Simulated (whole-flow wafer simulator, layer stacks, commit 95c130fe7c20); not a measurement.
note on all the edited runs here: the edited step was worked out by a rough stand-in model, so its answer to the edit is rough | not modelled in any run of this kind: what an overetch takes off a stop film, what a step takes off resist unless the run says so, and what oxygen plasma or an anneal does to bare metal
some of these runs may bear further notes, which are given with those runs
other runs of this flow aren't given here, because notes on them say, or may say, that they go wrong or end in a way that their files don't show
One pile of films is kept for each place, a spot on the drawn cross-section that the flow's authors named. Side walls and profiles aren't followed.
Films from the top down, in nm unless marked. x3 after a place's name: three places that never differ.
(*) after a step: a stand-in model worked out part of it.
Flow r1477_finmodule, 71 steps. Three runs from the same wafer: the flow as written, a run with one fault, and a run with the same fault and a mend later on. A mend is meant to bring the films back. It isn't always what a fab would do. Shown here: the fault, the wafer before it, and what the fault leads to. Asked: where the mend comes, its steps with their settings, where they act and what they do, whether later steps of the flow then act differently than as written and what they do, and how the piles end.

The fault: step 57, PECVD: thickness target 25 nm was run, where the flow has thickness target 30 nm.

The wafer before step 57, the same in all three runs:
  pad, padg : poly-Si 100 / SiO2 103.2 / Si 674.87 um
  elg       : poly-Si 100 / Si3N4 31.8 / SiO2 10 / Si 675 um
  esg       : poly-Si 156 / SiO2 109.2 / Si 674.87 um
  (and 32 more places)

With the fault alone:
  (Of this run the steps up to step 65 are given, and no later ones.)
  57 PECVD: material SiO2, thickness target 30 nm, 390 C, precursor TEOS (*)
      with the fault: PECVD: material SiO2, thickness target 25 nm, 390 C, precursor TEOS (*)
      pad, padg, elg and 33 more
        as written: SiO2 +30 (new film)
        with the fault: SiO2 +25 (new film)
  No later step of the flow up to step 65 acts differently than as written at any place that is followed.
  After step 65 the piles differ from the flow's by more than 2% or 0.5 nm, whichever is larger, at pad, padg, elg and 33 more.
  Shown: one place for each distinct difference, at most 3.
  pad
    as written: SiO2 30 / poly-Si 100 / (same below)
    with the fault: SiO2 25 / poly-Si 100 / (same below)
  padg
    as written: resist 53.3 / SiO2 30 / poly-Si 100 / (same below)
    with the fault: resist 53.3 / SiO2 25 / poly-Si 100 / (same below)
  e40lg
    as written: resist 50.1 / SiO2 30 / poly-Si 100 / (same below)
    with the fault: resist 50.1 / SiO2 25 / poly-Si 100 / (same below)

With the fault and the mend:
  The mend comes after step 64.
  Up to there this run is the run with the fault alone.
  64a STRIP: resist, chemistry O2, 60 C
      padg, elg, esg
        resist -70 (all of it)
      e40lg, e100lg, e200lg
        resist -66.9 (all of it)
      s40sg, s45sg
        resist -91 (all of it)
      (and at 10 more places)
  64b PECVD: material SiO2, thickness target 5 nm, 390 C, precursor TEOS (*) (the flow's step 57 once more, with other settings)
      pad, padg, elg and 33 more
        SiO2 +5
  64c DEHYDRATE: 150 C, 120 s (the flow's step 59 once more)
      changes no film at any place that is followed
  64d COAT: resist, thickness 70 nm (*) (the flow's step 60 once more)
      e40lg, e100lg, e200lg, elo, e40lo, e100lo, e200lo
        resist +66.9 (new film)
      pad, padg, elg, esg
        resist +70 (new film)
      s40sg, s45sg, s40so, s45so
        resist +91 (new film)
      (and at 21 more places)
  64e SOFTBAKE: 180 C, 180 s (*) (the flow's step 61 once more)
      changes no film at any place that is followed
  64f EXPOSE: resist, photomask GATE (the flow's step 62 once more)
      changes no film at any place that is followed
  64g DEVELOP (*) (the flow's step 63 once more)
      elo, e40lo, e100lo, e200lo
        resist -66.9 (all of it)
      eso, e40so
        resist -129.5 (all of it)
      s40so, s45so
        resist -91 (all of it)
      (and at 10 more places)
  No later step of the flow acts differently than as written at any place that is followed.
  At the end the piles are the same as the flow's at every place that both follow.
